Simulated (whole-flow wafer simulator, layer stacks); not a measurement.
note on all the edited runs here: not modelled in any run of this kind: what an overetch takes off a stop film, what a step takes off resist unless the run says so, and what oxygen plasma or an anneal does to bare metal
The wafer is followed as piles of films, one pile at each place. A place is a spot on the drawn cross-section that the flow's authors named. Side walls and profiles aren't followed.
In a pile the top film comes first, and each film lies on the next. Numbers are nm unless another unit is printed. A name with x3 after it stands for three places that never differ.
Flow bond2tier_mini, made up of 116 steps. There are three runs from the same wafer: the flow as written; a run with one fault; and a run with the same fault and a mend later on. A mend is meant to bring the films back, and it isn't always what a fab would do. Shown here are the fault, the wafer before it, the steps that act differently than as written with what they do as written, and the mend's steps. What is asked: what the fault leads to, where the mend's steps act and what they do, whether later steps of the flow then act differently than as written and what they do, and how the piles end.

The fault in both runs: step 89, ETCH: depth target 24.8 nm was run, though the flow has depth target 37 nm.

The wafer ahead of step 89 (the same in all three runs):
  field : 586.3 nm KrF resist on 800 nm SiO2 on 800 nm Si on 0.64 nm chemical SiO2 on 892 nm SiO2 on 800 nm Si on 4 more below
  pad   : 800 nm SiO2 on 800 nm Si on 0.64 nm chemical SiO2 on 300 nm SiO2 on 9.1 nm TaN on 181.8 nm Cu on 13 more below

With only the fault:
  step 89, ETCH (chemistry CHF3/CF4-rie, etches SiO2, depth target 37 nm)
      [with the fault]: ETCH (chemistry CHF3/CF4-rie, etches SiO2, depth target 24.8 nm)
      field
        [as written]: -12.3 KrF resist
        [with the fault]: -8.27 KrF resist
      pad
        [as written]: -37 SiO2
        [with the fault]: -24.8 SiO2
  Steps later in the flow that act otherwise than as written (not shown: 5 more steps that differ only slightly, by at most 2% or 0.5 nm, whichever is larger):
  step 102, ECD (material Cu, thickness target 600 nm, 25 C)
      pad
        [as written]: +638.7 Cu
        [with the fault]: +625.9 Cu
  The piles end different from the flow's at pad by more than 2% or 0.5 nm, whichever is larger.
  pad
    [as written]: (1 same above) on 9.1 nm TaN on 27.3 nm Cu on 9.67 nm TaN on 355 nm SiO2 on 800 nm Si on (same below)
    [with the fault]: (1 same above) on 9.1 nm TaN on 15 nm Cu on 9.78 nm TaN on 367.2 nm SiO2 on 800 nm Si on (same below)

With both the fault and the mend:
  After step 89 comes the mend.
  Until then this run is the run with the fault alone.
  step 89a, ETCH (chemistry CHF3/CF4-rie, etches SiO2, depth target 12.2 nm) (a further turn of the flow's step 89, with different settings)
      field
        -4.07 KrF resist
      pad
        -12.2 SiO2
  Every later step of the flow that is run acts as written at every place that is followed.
  At every place that both follow, the piles at the end match the flow's.
